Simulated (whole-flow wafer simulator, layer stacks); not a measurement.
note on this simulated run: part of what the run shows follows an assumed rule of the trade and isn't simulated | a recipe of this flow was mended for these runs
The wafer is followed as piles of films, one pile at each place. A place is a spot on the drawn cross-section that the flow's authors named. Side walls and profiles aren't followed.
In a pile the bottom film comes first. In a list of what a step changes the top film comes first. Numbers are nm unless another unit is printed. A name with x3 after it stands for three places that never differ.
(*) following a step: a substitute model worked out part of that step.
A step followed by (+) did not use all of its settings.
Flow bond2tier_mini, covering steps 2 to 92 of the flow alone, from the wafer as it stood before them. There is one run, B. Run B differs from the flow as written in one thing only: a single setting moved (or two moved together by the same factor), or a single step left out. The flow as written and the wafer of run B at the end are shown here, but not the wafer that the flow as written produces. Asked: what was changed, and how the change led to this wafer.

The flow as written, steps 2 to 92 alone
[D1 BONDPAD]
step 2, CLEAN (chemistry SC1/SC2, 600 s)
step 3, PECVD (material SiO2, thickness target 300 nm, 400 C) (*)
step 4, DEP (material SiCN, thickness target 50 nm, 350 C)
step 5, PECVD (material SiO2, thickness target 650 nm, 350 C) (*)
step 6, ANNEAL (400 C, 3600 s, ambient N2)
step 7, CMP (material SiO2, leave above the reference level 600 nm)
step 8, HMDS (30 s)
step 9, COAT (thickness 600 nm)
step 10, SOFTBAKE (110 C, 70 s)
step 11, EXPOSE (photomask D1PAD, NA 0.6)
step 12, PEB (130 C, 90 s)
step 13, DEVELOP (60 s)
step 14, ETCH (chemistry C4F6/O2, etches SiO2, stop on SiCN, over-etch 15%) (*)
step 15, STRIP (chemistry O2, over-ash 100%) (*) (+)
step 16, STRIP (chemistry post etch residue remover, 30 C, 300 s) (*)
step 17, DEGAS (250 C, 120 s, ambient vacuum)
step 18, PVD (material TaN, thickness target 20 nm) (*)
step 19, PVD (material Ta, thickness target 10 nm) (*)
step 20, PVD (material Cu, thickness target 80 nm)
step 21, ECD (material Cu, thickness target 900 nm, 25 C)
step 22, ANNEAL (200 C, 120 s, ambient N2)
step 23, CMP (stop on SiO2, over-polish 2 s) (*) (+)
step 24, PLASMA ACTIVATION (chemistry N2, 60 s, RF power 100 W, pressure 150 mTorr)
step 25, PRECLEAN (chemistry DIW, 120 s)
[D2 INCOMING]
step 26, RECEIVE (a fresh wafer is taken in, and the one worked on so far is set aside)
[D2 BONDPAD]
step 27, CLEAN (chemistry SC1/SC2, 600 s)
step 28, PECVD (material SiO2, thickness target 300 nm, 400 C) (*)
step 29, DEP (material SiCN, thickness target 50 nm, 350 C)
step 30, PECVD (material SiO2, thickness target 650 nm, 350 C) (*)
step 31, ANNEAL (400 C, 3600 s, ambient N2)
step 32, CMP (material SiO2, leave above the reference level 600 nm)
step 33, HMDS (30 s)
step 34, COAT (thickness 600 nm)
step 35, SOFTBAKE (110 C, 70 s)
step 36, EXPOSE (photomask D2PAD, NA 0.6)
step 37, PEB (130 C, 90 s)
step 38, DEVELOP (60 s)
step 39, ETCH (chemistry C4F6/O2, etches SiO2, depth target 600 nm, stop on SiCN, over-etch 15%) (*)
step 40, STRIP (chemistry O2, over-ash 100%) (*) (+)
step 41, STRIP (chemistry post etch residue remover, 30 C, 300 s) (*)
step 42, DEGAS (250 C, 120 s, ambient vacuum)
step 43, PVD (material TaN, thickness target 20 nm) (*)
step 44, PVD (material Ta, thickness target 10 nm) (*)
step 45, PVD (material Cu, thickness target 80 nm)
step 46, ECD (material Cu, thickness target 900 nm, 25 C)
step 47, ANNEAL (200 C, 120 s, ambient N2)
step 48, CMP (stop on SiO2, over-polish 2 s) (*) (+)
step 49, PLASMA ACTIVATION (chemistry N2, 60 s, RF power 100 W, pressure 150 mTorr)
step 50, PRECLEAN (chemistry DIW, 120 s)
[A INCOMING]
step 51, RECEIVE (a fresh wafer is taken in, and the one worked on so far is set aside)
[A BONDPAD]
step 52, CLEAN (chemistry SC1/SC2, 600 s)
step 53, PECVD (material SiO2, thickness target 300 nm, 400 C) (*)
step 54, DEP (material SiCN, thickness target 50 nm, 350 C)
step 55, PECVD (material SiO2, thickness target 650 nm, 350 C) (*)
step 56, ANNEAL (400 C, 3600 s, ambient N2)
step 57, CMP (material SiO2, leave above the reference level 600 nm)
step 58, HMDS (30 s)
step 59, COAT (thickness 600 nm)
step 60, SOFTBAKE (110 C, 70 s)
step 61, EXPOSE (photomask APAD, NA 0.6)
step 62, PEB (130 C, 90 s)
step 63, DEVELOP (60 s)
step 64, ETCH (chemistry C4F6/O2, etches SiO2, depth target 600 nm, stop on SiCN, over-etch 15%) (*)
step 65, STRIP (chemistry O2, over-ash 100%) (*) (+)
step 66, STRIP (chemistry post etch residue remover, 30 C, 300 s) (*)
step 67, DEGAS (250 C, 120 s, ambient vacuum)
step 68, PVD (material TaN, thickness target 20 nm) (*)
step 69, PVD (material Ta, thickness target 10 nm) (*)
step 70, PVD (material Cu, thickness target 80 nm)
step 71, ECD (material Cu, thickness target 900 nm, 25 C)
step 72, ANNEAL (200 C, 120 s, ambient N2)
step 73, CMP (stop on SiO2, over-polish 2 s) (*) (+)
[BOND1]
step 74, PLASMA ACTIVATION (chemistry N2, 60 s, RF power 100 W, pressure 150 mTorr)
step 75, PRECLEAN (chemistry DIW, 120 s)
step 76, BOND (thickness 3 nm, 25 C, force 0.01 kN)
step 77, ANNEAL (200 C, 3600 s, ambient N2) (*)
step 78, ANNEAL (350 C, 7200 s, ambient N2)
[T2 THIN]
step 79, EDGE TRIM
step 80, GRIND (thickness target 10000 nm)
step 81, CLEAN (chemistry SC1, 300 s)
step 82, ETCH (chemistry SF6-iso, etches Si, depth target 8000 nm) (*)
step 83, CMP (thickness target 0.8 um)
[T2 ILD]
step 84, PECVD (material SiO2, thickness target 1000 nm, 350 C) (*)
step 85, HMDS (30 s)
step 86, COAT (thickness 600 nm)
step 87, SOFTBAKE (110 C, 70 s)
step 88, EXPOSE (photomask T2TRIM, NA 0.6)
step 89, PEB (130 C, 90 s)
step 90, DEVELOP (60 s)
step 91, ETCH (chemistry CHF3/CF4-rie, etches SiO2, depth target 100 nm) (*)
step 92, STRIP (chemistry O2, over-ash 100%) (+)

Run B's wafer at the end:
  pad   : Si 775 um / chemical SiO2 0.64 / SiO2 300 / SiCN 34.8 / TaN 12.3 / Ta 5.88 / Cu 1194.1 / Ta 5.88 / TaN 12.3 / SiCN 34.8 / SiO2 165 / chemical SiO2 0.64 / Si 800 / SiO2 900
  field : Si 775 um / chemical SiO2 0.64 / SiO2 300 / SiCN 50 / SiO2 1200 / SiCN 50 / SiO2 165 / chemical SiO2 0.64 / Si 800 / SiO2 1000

The reason: step 3, PECVD: thickness target 165 nm was run, though the flow has thickness target 300 nm.
The wafer itself shows it: pad has SiO2 165, and step 3 as written asks for 300 nm.

The path from the change to this, step by step:
  step 3, PECVD (material SiO2, thickness target 300 nm, 400 C) (*)
      field, pad, via: SiO2 gains 165 (new film) (as written it would have been: SiO2 gains 300 (new film))
  step 76, BOND (thickness 3 nm, 25 C, force 0.01 kN)
      field: Si gains 775 um (new film), chemical SiO2 gains 0.64 (new film), SiO2 gains 165 (new film), SiCN gains 50 (new film), SiO2 gains 600 (as written it would have been: Si gains 775 um (new film), chemical SiO2 gains 0.64 (new film), SiO2 gains 300 (new film), SiCN gains 50 (new film), SiO2 gains 600)
      pad: Si gains 775 um (new film), chemical SiO2 gains 0.64 (new film), SiO2 gains 165 (new film), SiCN gains 34.8 (new film), TaN gains 12.3 (new film), Ta gains 5.88 (new film), Cu gains 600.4 (as written it would have been: Si gains 775 um (new film), chemical SiO2 gains 0.64 (new film), SiO2 gains 300 (new film), SiCN gains 34.8 (new film), TaN gains 12.3 (new film), Ta gains 5.88 (new film), Cu gains 600.4)
      (also at 1 further place)
